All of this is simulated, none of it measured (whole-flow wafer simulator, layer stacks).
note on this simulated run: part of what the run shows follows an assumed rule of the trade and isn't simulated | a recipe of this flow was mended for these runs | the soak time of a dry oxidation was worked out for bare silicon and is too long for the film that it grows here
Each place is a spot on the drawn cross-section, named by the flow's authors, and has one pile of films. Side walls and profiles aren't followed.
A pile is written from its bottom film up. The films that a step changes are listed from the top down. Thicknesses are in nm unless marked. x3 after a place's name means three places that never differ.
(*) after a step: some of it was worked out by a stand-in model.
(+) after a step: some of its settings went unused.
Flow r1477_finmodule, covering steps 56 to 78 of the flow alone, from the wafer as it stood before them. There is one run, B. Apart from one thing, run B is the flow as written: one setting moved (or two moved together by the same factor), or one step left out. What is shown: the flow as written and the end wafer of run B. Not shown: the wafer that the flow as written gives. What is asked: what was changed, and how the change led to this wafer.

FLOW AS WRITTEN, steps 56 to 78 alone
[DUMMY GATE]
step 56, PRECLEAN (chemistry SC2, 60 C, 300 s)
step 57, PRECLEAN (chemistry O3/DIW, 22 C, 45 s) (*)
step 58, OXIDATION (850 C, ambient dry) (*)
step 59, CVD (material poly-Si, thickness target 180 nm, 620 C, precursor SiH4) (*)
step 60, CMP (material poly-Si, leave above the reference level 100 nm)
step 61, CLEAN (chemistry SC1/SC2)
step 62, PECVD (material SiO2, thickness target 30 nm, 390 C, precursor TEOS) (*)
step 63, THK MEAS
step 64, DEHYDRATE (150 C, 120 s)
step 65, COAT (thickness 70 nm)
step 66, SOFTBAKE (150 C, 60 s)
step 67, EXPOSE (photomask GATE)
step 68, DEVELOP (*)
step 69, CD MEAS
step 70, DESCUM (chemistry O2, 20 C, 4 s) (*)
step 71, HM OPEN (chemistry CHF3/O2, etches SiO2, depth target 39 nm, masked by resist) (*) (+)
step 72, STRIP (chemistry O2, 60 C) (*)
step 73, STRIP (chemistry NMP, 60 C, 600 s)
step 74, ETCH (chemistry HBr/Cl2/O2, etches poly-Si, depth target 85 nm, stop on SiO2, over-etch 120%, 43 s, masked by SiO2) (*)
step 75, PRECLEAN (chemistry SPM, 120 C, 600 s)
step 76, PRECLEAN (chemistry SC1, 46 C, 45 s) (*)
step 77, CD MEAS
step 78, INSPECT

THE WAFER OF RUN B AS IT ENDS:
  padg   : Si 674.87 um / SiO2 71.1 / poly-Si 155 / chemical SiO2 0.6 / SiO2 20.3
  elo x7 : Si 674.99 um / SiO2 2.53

What caused this: step 62, PECVD: thickness target 27.8 nm was run, whereas the flow has thickness target 30 nm.

How this came from the change, step by step:
  step 62, PECVD (material SiO2, thickness target 30 nm, 390 C, precursor TEOS) (*)
      pad, padg, elg x7 and 27 more: +27.8 SiO2 (new film) (it would be, as written: +30 SiO2 (new film))
  step 71, HM OPEN (chemistry CHF3/O2, etches SiO2, depth target 39 nm, masked by resist) (*) (+)
      pad, elo x7, eso x6, e200so, s40co x3: -27.8 SiO2 (all of it), -0.6 chemical SiO2 (all of it), -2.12 poly-Si (it would be, as written: -30 SiO2 (all of it), -0.6 chemical SiO2 (all of it), -1.68 poly-Si)
